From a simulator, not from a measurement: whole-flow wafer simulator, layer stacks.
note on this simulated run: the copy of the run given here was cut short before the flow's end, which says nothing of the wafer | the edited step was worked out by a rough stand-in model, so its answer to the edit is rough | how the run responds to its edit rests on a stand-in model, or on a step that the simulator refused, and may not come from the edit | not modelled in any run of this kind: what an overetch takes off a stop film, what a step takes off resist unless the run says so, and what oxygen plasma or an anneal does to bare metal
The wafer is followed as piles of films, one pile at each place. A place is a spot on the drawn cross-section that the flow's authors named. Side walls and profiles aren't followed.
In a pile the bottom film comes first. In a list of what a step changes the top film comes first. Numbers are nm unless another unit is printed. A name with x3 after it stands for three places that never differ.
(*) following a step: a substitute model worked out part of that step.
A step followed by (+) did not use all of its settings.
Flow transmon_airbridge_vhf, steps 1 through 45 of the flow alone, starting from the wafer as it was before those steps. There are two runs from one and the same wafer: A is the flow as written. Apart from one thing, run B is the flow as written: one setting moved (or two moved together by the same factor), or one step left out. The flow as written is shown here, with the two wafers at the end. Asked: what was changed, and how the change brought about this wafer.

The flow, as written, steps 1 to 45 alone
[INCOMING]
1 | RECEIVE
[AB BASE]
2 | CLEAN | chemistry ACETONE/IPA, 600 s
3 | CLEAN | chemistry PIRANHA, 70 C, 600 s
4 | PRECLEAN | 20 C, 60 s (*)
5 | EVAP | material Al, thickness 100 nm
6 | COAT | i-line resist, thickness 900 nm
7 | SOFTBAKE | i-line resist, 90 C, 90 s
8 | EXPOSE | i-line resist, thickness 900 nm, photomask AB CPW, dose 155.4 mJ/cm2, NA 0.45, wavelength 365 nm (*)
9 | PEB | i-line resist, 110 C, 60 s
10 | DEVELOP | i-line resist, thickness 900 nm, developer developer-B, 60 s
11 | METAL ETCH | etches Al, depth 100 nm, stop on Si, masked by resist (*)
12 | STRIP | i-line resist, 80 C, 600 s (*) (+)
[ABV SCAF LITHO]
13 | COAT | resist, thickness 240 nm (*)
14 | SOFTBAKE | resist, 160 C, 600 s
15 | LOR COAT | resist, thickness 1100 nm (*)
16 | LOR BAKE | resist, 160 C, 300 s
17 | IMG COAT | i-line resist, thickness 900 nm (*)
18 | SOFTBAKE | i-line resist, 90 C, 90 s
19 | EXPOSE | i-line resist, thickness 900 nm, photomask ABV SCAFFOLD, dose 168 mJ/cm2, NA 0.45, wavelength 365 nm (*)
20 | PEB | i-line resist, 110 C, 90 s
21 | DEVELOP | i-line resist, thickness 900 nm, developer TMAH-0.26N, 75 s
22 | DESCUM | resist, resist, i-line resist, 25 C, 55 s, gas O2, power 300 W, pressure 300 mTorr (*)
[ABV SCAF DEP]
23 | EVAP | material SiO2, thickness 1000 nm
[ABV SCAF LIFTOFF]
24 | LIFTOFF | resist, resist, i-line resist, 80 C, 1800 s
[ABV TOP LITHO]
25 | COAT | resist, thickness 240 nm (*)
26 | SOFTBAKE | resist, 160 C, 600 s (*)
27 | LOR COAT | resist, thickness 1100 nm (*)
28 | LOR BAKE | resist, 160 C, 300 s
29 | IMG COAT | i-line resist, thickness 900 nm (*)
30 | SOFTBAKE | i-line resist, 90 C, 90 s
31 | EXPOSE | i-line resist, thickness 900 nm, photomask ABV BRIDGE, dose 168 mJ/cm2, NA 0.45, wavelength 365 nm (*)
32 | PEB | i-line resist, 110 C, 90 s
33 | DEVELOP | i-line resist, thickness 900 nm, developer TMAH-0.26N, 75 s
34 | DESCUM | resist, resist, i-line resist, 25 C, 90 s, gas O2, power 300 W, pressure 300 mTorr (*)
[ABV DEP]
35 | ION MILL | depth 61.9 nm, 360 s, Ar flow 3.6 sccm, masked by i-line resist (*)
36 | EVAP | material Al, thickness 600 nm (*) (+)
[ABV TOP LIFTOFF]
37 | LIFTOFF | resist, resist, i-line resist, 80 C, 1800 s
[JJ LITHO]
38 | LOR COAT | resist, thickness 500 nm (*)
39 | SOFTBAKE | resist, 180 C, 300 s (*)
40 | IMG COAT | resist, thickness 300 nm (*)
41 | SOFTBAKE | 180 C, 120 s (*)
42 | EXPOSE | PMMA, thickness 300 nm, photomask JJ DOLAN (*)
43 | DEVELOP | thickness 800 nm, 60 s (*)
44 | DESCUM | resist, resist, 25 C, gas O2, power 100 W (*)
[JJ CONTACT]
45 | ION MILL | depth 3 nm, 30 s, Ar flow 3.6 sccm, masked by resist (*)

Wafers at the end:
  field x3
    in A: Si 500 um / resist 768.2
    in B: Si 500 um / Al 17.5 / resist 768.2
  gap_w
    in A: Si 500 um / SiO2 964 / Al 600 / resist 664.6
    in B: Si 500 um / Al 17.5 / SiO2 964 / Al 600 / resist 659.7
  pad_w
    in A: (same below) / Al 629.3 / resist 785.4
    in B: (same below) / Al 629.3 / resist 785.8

Cause: step 11, METAL ETCH: depth 82.5 nm was run, whereas the flow has depth 100 nm.

The path from the change to this, step by step:
  11 | METAL ETCH | etches Al, depth 100 nm, stop on Si, masked by resist (*)
      field x3, jj_line, gap_w, gap_e: A Al loses 100 (all of it) | B Al loses 82.5
      ground_far, pad_w, flank_w and 8 more: A i-line resist loses 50 | B i-line resist loses 41.2
  45 | ION MILL | depth 3 nm, 30 s, Ar flow 3.6 sccm, masked by resist (*)
      jj_line: A Si loses 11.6 | B Al loses 17.5 (all of it), Si loses 1.77
With metal films that touch counted as one body, field x3 has 1 body; the flow as written gives 0 bodies.
With metal films that touch counted as one body, gap_w has 2 bodies (between them, from the top down: SiO2 964); the flow as written gives 1 body.
